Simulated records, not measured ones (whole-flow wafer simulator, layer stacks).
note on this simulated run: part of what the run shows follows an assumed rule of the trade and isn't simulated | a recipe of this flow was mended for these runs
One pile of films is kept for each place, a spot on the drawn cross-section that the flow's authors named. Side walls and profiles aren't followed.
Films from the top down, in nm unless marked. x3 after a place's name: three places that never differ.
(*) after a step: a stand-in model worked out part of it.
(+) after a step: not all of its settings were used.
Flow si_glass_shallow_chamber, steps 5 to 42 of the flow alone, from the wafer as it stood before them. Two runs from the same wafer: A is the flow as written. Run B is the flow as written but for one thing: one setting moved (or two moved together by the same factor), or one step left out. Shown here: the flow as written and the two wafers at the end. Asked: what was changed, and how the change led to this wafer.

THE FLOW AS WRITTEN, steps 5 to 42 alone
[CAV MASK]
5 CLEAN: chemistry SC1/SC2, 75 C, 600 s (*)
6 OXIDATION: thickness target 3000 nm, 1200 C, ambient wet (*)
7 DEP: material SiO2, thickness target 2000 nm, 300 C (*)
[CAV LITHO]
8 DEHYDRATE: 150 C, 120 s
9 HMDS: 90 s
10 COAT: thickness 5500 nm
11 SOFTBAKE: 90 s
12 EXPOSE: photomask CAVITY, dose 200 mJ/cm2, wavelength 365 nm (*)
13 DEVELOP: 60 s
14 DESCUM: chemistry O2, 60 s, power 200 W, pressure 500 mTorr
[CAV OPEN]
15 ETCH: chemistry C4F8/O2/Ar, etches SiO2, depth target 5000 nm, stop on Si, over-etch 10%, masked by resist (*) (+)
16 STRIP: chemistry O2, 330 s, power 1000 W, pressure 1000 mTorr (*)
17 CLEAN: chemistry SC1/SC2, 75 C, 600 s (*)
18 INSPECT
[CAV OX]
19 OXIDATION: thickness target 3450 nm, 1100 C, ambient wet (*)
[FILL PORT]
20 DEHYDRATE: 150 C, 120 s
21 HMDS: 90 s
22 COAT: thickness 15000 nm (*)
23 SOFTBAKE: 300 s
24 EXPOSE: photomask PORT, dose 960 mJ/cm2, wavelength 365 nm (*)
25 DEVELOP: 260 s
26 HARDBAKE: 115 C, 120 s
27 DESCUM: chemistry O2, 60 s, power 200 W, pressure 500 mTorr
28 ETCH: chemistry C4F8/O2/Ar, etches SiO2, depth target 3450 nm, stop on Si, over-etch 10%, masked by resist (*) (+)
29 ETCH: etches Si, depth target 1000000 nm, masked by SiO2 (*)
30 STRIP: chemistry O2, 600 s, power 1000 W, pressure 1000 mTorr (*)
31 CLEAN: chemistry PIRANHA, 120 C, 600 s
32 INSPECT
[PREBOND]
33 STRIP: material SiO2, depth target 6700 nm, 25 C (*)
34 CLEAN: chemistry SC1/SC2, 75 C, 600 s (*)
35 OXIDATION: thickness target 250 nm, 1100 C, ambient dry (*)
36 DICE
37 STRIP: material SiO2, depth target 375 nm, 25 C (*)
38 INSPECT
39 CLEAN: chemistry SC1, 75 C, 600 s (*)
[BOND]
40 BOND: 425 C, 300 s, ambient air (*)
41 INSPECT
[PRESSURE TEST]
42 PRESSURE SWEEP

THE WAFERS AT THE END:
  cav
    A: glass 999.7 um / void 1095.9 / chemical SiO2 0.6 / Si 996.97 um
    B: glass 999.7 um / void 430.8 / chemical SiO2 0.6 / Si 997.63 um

The cause: step 15, ETCH: depth target 2850 nm was run, where the flow has depth target 5000 nm.

How the change led to this, step by step:
  15 ETCH: chemistry C4F8/O2/Ar, etches SiO2, depth target 5000 nm, stop on Si, over-etch 10%, masked by resist (*) (+)
      cav, port: A SiO2 -5000 (all of it), Si -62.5 | B SiO2 -3135
      rim, ramp, septum, ring: A thick-i-line-resist -1100 | B thick-i-line-resist -627
  16 STRIP: chemistry O2, 330 s, power 1000 W, pressure 1000 mTorr (*)
      cav, port: A chemical SiO2 +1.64 (new film), Si -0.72 | B nothing
      rim, ramp, septum, ring: A thick-i-line-resist -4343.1 (all of it) | B thick-i-line-resist -4816.1 (all of it)
  17 CLEAN: chemistry SC1/SC2, 75 C, 600 s (*)
      cav, port: A chemical SiO2 -1.04, Si -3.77 | B SiO2 -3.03
  19 OXIDATION: thickness target 3450 nm, 1100 C, ambient wet (*)
      cav, port: A SiO2 +3450 (new film), chemical SiO2 -0.6 (all of it), Si -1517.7 | B SiO2 +2089.9, Si -919.6
  22 COAT: thickness 15000 nm (*)
      rim: A thick-i-line-resist +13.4 um (new film) | B thick-i-line-resist +13.89 um (new film)
      ramp: A thick-i-line-resist +12.89 um (new film) | B thick-i-line-resist +13.53 um (new film)
      (and at 4 more places)
  23 SOFTBAKE: 300 s
      rim: A thick-i-line-resist -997 | B thick-i-line-resist -673.1
      ramp: A thick-i-line-resist -487.1 | B thick-i-line-resist -320.3
      (and at 4 more places)
  25 DEVELOP: 260 s
      port: A thick-i-line-resist -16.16 um (all of it) | B thick-i-line-resist -15.8 um (all of it)
  26 HARDBAKE: 115 C, 120 s
      rim, ramp: A thick-i-line-resist -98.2 | B thick-i-line-resist -108.1
      cav: A thick-i-line-resist -147.1 | B thick-i-line-resist -142.1
  28 ETCH: chemistry C4F8/O2/Ar, etches SiO2, depth target 3450 nm, stop on Si, over-etch 10%, masked by resist (*) (+)
      port: A SiO2 -3450 (all of it), Si -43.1 | B SiO2 -3795
  29 ETCH: etches Si, depth target 1000000 nm, masked by SiO2 (*)
      port: A hole +997.05 um (new film), Si -997.05 um (all of it) | B hole +997.91 um (new film), SiO2 -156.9 (all of it), Si -997.76 um (all of it)
      rim: A thick-i-line-resist -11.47 um (all of it), SiO2 -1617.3 | B thick-i-line-resist -12.27 um (all of it), SiO2 -1191.8
      (and at 3 more places)
  30 STRIP: chemistry O2, 600 s, power 1000 W, pressure 1000 mTorr (*)
      cav: A thick-i-line-resist -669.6 (all of it) | B thick-i-line-resist -315 (all of it)
  33 STRIP: material SiO2, depth target 6700 nm, 25 C (*)
      rim: A SiO2 -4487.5 (all of it) | B SiO2 -4913 (all of it)
      ramp: A SiO2 -4487.5 (all of it) | B SiO2 -4912.9 (all of it)
      (and at 1 more place)
  40 BOND: 425 C, 300 s, ambient air (*)
      cav: A glass +999.7 um (new film), void +1095.9 (new film) | B glass +999.7 um (new film), void +430.8 (new film)
      port: A glass +999.7 um (new film), hole +1017.3 | B glass +999.7 um (new film), hole +152.1
